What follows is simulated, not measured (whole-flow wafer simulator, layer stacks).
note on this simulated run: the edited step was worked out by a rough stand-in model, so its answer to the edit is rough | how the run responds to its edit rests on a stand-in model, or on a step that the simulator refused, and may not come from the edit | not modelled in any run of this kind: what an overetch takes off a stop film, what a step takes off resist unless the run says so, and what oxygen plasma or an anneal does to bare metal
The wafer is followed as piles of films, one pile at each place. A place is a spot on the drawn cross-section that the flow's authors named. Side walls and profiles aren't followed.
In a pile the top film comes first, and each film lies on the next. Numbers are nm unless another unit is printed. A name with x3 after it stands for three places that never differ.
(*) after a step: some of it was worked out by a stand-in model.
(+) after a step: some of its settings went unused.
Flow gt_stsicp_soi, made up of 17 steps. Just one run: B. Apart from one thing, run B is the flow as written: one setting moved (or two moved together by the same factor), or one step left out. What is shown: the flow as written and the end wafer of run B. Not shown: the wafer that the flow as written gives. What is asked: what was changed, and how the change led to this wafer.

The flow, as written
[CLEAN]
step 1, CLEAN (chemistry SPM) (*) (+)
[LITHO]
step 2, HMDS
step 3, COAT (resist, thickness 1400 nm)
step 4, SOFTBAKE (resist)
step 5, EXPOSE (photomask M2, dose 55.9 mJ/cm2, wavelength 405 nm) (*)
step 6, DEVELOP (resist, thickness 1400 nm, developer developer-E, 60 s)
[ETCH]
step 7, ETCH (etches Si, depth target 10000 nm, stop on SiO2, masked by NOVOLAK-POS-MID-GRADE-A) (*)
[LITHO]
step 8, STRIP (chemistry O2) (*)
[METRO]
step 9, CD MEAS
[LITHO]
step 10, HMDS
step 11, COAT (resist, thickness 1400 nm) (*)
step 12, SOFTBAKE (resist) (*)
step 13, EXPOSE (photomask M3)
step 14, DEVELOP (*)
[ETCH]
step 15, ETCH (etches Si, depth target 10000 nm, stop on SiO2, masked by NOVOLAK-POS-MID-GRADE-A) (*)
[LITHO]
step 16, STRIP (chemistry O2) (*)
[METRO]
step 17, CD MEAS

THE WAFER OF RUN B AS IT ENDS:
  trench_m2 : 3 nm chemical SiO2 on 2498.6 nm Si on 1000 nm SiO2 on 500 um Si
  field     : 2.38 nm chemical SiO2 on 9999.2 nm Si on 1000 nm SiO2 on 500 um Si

The reason: step 7, ETCH: depth target 7500 nm was run, though the flow has depth target 10000 nm.

Step by step, how the change led to this:
  step 7, ETCH (etches Si, depth target 10000 nm, stop on SiO2, masked by NOVOLAK-POS-MID-GRADE-A) (*)
      trench_m2: chemical SiO2 loses 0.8 (all of it), Si loses 7500 (in the flow as written it would be: chemical SiO2 loses 0.8 (all of it), Si loses 9999.9 (all of it))
      field, trench_m3: resist loses 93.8 (in the flow as written it would be: resist loses 125)
  step 8, STRIP (chemistry O2) (*)
      trench_m2: chemical SiO2 gains 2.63 (new film), Si loses 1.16 (in the flow as written it would be: nothing)
      field, trench_m3: resist loses 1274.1 (all of it), chemical SiO2 gains 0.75, Si loses 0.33 (in the flow as written it would be: resist loses 1242.8 (all of it), chemical SiO2 gains 0.74, Si loses 0.33)
  step 11, COAT (resist, thickness 1400 nm) (*)
      trench_m2: resist gains 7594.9 (new film) (in the flow as written it would be: resist gains 9583.4 (new film))
  step 12, SOFTBAKE (resist) (*)
      field: resist gains 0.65 (in the flow as written it would be: nothing)
      trench_m2: resist gains 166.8 (in the flow as written it would be: nothing)
      (and at 1 other place as well)
  step 14, DEVELOP (*)
      trench_m3: resist loses 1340 (all of it) (in the flow as written it would be: resist loses 1311.7 (all of it))
  step 16, STRIP (chemistry O2) (*)
      trench_m2: resist loses 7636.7 (all of it), chemical SiO2 gains 0.37, Si loses 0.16 (in the flow as written it would be: resist loses 9458.4 (all of it))
